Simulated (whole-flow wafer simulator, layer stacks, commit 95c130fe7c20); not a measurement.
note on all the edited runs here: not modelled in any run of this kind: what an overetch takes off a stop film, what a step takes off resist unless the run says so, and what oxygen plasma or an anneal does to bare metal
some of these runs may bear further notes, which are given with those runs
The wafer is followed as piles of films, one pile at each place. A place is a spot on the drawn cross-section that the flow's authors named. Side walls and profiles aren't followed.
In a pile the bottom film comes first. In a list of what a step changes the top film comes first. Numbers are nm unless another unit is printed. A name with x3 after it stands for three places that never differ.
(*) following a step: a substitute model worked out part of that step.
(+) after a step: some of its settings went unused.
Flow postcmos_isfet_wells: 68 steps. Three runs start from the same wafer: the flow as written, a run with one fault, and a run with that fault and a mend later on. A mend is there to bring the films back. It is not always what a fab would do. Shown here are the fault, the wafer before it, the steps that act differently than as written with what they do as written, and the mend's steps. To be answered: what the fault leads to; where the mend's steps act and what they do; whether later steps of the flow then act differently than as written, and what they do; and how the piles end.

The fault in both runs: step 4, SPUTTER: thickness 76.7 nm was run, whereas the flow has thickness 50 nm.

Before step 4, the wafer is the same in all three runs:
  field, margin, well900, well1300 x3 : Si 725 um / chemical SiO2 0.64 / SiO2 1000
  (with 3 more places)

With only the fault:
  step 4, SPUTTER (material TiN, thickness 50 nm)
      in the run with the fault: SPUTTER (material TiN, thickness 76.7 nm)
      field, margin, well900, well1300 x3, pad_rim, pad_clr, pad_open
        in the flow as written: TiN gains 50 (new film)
        in the run with the fault: TiN gains 76.7 (new film)
  Later steps of the flow acting differently than as written (1 other step is not shown; it differs only slightly, by no more than 2% or 0.5 nm, whichever is larger):
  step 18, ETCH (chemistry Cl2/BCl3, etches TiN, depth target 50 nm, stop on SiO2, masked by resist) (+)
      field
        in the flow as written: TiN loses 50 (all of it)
        in the run with the fault: TiN loses 50
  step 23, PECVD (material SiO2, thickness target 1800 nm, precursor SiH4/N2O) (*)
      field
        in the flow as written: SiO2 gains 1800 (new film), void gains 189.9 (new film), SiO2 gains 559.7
        in the run with the fault: SiO2 gains 1800 (new film), void gains 190.2 (new film), SiO2 gains 559.8 (new film)
  The piles end different from the flow's at field, margin, well900, well1300 x3, pad_rim, pad_clr, pad_open by more than 2% or 0.5 nm, whichever is larger.
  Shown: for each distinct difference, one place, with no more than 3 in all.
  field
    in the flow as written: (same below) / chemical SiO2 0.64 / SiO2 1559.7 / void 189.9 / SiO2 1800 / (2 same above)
    in the run with the fault: (same below) / chemical SiO2 0.64 / SiO2 1000 / TiN 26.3 / SiO2 559.8 / void 190.2 / SiO2 1800 / (2 same above)
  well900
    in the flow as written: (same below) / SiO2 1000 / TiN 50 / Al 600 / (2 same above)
    in the run with the fault: (same below) / SiO2 1000 / TiN 76.7 / Al 600 / (2 same above)
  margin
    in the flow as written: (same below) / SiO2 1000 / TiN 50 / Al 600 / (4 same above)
    in the run with the fault: (same below) / SiO2 1000 / TiN 76.7 / Al 600 / (4 same above)

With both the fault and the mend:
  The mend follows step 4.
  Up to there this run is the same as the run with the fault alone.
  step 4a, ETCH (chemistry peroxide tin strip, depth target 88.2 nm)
      field, margin, well900, well1300 x3, pad_rim, pad_clr, pad_open
        TiN loses 76.7 (all of it)
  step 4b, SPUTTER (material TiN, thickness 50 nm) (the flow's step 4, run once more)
      field, margin, well900, well1300 x3, pad_rim, pad_clr, pad_open
        TiN gains 50 (new film)
  Later steps of the flow that are run all act as written at every place that is followed.
  At every place that both follow, the piles at the end match the flow's.
